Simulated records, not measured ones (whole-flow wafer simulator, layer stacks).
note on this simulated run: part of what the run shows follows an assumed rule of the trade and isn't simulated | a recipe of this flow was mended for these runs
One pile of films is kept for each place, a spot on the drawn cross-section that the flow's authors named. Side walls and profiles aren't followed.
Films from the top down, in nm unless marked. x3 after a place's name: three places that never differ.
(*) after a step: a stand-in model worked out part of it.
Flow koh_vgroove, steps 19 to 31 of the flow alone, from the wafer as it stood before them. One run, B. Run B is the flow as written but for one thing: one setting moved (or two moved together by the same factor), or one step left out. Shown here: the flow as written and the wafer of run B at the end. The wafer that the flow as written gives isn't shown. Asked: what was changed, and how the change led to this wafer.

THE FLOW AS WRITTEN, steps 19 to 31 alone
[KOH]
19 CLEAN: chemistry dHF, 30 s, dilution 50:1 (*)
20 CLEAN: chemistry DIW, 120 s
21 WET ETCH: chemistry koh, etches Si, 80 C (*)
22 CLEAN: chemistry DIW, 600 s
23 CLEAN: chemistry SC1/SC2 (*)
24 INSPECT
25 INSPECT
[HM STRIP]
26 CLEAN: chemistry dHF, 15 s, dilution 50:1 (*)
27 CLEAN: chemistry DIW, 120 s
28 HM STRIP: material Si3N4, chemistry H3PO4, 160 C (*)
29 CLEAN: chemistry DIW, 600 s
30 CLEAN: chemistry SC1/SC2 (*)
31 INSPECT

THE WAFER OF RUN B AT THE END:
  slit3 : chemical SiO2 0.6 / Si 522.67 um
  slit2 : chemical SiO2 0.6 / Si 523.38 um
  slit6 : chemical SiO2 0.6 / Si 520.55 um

The cause: step 21, WET ETCH: 88 C was run, where the flow has 80 C.

How the change led to this, step by step:
  21 WET ETCH: chemistry koh, etches Si, 80 C (*)
      slit3: Si -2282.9 (as written it would be: Si -2222.2)
      slit2: Si -1575.8 (as written it would be: Si -1515.1)
      (and at 2 more places)
